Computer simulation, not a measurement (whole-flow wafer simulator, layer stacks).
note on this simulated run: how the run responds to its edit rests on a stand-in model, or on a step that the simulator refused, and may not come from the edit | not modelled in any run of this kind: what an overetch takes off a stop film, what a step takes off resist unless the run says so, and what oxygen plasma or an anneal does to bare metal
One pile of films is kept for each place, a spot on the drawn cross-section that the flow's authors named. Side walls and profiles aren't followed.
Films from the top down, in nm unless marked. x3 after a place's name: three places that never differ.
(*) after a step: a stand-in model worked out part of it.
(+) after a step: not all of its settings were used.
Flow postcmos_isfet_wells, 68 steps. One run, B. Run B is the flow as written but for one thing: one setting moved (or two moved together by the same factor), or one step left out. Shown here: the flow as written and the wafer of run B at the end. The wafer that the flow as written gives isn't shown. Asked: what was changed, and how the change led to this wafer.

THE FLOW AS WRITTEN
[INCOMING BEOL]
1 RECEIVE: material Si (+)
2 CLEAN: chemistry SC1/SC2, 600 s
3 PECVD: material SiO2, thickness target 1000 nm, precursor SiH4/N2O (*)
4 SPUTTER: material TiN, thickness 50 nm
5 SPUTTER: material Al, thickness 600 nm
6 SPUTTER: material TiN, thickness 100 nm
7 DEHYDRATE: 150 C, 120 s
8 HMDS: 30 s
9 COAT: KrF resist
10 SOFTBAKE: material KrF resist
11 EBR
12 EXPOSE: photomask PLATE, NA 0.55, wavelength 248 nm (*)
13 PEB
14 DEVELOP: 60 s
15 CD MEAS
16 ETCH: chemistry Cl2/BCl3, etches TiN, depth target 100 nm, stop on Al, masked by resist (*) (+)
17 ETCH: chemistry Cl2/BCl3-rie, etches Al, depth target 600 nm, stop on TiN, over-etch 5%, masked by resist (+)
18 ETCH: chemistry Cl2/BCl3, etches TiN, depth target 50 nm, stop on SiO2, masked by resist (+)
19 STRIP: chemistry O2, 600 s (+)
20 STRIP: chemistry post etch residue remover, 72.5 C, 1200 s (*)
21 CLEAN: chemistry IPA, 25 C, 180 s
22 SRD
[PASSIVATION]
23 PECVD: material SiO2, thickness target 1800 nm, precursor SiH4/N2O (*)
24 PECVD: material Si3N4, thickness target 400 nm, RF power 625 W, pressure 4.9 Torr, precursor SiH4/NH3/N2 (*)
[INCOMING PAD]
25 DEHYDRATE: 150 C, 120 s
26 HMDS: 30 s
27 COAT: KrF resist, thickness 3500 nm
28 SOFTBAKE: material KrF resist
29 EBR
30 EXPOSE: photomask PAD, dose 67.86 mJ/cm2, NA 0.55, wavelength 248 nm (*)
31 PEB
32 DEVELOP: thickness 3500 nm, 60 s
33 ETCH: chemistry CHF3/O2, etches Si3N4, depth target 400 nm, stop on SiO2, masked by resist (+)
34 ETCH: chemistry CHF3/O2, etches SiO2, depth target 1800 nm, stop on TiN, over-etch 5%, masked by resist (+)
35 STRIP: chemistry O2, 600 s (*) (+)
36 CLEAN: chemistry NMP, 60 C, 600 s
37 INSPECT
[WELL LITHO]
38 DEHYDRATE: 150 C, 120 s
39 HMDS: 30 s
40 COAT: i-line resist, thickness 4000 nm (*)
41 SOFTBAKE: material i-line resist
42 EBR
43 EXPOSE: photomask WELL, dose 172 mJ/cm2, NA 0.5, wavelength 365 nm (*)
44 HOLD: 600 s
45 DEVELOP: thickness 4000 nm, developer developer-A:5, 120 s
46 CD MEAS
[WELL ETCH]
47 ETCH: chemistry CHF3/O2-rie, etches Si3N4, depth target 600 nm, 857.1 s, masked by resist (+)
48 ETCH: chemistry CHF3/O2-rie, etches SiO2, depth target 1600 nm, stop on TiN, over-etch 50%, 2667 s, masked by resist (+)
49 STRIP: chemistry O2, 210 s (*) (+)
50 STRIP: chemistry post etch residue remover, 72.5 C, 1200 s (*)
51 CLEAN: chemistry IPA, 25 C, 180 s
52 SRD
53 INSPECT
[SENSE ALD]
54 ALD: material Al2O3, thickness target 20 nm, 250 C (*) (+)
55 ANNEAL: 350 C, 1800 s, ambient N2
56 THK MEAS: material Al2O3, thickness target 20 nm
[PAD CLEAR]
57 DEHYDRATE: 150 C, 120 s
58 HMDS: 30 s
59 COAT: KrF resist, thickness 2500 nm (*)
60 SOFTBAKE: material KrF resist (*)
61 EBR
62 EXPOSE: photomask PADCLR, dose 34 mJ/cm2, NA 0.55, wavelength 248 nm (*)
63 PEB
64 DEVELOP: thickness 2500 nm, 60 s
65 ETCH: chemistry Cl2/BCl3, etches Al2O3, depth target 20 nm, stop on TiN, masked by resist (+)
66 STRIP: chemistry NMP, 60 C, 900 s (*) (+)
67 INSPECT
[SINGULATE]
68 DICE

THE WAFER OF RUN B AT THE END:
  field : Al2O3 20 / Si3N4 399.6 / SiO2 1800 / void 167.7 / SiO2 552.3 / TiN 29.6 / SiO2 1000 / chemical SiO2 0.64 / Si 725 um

The cause: step 18, ETCH: depth target 20 nm was run, where the flow has depth target 50 nm.

How the change led to this, step by step:
  18 ETCH: chemistry Cl2/BCl3, etches TiN, depth target 50 nm, stop on SiO2, masked by resist (+)
      field: TiN -20 (as written it would be: TiN -50 (all of it))
      margin, well900, well1300, well2000, well3000, pad_rim, pad_clr, pad_open: KrF resist -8 (as written it would be: KrF resist -20)
  23 PECVD: material SiO2, thickness target 1800 nm, precursor SiH4/N2O (*)
      field: SiO2 +1800 (new film), void +167.7 (new film), SiO2 +552.3 (new film) (as written it would be: SiO2 +1800 (new film), void +189.9 (new film), SiO2 +559.7)
Counting metal films that touch as one body, field has 1 body; the flow as written gives 0 bodies.
